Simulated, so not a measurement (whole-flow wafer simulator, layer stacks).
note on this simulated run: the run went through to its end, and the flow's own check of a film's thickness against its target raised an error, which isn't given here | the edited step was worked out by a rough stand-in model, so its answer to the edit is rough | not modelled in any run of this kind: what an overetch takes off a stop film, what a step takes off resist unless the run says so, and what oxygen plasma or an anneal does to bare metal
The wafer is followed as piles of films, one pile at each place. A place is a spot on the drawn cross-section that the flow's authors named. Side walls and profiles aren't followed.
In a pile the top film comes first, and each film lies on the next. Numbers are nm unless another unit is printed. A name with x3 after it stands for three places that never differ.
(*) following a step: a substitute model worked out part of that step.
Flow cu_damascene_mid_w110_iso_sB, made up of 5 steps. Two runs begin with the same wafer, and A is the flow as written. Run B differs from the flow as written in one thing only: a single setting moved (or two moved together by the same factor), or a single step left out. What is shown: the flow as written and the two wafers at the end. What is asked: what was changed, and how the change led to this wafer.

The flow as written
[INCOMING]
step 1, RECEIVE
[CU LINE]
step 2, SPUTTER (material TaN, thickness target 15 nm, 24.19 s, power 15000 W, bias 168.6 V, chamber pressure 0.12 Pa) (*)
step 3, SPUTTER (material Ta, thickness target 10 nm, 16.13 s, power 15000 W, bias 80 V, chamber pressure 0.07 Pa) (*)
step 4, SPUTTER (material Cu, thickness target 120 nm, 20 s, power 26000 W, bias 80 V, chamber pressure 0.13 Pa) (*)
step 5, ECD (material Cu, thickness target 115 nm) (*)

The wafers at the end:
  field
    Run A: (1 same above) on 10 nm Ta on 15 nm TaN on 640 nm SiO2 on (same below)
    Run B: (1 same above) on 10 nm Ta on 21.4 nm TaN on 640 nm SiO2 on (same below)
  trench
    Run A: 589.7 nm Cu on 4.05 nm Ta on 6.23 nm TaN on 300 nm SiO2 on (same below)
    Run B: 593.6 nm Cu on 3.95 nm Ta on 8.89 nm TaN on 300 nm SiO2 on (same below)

What caused this: step 2, SPUTTER: thickness target 21.4 nm was run, while the flow as written has thickness target 15 nm; step 2, SPUTTER: 34.47 s was run, where the flow has 24.19 s.
The wafer itself shows it: field has TaN 21.4, and step 2 as written asks for 15 nm.

The path from the change to this, step by step:
  step 2, SPUTTER (material TaN, thickness target 15 nm, 24.19 s, power 15000 W, bias 168.6 V, chamber pressure 0.12 Pa) (*)
      field: A +15 TaN (new film) | B +21.4 TaN (new film)
      trench: A +6.23 TaN (new film) | B +8.89 TaN (new film)
